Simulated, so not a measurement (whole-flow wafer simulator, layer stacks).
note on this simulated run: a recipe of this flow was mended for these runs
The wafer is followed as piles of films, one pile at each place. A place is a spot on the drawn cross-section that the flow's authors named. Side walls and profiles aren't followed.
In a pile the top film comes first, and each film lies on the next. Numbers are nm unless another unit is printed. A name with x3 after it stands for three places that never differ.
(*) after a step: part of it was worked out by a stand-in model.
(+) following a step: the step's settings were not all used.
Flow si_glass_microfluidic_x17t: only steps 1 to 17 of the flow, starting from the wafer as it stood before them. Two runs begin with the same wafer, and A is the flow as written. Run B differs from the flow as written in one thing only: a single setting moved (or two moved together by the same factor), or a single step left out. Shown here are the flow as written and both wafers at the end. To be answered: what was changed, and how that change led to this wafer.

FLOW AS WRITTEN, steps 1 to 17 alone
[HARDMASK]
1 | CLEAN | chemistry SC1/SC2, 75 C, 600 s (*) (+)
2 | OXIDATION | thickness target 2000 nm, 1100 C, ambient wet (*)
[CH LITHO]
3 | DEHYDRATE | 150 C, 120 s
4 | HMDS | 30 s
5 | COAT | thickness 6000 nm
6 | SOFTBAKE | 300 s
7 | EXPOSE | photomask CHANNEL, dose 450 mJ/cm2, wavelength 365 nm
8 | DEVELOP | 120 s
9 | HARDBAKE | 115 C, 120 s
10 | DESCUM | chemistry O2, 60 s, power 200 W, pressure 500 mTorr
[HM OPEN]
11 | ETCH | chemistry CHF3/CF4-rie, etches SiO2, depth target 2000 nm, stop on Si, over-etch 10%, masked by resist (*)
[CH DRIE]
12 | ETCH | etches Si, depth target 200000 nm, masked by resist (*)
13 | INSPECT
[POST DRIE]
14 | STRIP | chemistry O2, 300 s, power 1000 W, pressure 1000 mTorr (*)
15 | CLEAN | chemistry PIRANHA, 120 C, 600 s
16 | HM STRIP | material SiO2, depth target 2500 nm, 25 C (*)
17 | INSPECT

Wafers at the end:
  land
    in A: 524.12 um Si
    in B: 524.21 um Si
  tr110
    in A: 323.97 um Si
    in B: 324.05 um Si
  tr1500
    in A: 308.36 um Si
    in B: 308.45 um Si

What caused this: step 2, OXIDATION: 1065 C was run, though the flow has 1100 C.

Step by step, how the change led to this:
  2 | OXIDATION | thickness target 2000 nm, 1100 C, ambient wet (*)
      land, tr110, tr1500, tr15: A +2000 SiO2 (new film), -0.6 chemical SiO2 (all of it), -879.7 Si | B +1793.7 SiO2 (new film), -0.6 chemical SiO2 (all of it), -789 Si
  11 | ETCH | chemistry CHF3/CF4-rie, etches SiO2, depth target 2000 nm, stop on Si, over-etch 10%, masked by resist (*)
      tr110, tr1500, tr15: A -2000 SiO2 (all of it), -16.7 Si | B -1793.7 SiO2 (all of it), -33.9 Si
      land: A -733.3 thick-i-line-resist | B -657.7 thick-i-line-resist
  12 | ETCH | etches Si, depth target 200000 nm, masked by resist (*)
      tr1500: A -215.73 um Si | B -215.72 um Si
      tr15: A -149.99 um Si | B -150.03 um Si
  14 | STRIP | chemistry O2, 300 s, power 1000 W, pressure 1000 mTorr (*)
      land: A -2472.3 thick-i-line-resist (all of it) | B -2548.2 thick-i-line-resist (all of it)
  16 | HM STRIP | material SiO2, depth target 2500 nm, 25 C (*)
      land: A -2000 SiO2 (all of it) | B -1793.7 SiO2 (all of it)
